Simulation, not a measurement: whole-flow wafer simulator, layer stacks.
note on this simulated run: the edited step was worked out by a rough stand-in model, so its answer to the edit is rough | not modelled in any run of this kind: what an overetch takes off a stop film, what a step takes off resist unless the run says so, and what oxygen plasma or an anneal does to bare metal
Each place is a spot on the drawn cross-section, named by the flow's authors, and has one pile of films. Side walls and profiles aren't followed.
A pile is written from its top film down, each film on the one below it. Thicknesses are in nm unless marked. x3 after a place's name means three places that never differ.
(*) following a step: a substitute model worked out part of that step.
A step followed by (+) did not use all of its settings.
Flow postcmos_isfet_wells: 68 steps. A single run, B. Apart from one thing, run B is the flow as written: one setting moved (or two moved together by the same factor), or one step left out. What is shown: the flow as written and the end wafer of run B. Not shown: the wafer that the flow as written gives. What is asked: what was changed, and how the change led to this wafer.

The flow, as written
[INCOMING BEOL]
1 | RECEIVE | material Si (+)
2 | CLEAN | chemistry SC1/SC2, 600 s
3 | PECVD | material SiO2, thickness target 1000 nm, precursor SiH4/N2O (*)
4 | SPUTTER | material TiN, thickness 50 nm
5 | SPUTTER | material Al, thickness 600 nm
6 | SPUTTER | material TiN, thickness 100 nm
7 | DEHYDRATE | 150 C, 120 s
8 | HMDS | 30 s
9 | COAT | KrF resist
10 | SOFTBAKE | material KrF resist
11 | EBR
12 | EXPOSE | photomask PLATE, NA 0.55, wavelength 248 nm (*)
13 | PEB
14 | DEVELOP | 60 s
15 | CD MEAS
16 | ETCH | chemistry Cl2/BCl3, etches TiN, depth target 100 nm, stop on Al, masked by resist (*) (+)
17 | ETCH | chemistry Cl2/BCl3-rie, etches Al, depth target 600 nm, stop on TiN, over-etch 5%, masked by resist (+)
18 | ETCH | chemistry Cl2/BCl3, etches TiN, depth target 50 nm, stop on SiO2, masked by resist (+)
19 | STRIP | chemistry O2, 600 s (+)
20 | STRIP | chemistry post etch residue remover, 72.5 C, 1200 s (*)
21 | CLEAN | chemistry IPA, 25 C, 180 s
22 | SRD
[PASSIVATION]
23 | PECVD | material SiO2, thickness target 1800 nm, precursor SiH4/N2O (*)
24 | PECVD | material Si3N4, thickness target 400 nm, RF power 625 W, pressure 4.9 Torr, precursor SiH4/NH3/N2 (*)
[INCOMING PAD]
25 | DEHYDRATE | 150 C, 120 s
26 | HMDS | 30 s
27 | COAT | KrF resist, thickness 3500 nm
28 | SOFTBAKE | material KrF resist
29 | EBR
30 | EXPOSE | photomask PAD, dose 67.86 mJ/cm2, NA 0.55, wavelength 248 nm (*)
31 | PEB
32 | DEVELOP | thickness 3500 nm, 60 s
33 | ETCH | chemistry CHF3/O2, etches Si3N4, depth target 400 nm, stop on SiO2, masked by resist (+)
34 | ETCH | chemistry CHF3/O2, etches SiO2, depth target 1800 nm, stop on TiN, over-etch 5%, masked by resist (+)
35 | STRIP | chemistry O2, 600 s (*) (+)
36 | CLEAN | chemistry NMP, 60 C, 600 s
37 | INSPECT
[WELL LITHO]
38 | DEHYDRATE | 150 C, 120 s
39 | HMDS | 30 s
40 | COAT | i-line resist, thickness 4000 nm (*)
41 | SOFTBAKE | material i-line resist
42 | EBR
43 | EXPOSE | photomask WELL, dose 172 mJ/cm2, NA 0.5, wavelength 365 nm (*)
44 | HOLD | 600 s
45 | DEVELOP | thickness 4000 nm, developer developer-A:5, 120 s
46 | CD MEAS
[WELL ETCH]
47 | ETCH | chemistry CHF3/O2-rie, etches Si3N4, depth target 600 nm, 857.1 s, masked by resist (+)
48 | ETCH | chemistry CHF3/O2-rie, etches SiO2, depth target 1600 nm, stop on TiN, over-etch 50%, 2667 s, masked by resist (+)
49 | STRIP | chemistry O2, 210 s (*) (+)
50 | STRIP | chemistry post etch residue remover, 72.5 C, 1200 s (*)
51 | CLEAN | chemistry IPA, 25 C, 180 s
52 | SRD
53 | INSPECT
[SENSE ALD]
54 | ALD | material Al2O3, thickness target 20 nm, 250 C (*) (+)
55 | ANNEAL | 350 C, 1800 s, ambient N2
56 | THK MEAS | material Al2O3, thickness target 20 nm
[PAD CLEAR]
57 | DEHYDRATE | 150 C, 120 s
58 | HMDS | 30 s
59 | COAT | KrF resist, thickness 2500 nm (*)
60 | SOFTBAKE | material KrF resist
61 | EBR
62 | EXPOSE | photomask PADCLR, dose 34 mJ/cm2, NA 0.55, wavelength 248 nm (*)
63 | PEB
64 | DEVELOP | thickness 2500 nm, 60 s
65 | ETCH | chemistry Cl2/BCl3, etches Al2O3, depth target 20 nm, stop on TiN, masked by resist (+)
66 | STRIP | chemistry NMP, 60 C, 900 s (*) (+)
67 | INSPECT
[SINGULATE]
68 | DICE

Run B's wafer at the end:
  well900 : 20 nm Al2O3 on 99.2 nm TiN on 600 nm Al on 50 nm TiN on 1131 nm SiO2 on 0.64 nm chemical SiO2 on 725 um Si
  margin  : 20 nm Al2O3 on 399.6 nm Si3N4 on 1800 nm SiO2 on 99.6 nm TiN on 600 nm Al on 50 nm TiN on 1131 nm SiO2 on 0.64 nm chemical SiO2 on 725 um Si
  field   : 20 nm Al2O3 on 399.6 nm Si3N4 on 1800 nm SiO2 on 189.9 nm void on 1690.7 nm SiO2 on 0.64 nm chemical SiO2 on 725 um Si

Cause: step 3, PECVD: thickness target 1131 nm was run, though the flow has thickness target 1000 nm.
The wafer itself shows it: well900 has SiO2 1131, and step 3 as written asks for 1000 nm.

How this came from the change, step by step:
  3 | PECVD | material SiO2, thickness target 1000 nm, precursor SiH4/N2O (*)
      field, margin, well900, well1300 x3, pad_rim, pad_clr, pad_open: SiO2 gains 1131 (new film) (it would be, as written: SiO2 gains 1000 (new film))
